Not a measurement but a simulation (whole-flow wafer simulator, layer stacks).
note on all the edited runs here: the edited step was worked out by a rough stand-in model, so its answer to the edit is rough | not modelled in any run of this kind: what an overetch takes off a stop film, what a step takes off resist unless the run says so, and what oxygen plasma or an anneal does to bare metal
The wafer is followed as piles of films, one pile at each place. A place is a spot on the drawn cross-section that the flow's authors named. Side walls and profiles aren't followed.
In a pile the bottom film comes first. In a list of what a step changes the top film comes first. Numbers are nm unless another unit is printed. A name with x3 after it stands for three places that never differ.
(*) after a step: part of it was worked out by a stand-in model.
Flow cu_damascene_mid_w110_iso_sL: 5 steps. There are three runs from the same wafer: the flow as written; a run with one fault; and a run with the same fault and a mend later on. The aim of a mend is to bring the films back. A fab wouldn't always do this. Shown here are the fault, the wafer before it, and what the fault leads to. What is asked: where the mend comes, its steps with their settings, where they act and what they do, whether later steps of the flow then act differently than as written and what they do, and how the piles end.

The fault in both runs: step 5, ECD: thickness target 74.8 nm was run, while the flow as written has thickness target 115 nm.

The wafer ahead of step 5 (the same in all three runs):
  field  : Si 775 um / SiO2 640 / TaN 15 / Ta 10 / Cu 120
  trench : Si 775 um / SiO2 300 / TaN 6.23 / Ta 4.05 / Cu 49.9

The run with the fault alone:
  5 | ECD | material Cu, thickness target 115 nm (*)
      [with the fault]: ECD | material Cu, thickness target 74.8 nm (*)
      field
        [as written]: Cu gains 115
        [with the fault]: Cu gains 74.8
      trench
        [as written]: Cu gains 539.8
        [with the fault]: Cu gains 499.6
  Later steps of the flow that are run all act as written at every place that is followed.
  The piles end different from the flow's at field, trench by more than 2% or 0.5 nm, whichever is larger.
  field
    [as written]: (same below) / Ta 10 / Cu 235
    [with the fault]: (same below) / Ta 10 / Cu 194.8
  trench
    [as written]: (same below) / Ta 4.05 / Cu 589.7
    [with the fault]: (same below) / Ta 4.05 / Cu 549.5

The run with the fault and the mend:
  After step 5 comes the mend.
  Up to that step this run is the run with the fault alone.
  5a | ECD | material Cu, thickness target 40.2 nm (the flow's step 5 again, with other settings)
      field, trench
        Cu gains 40.2
  Later steps of the flow that are run all act as written at every place that is followed.
  At every place that both follow, the piles at the end match the flow's.
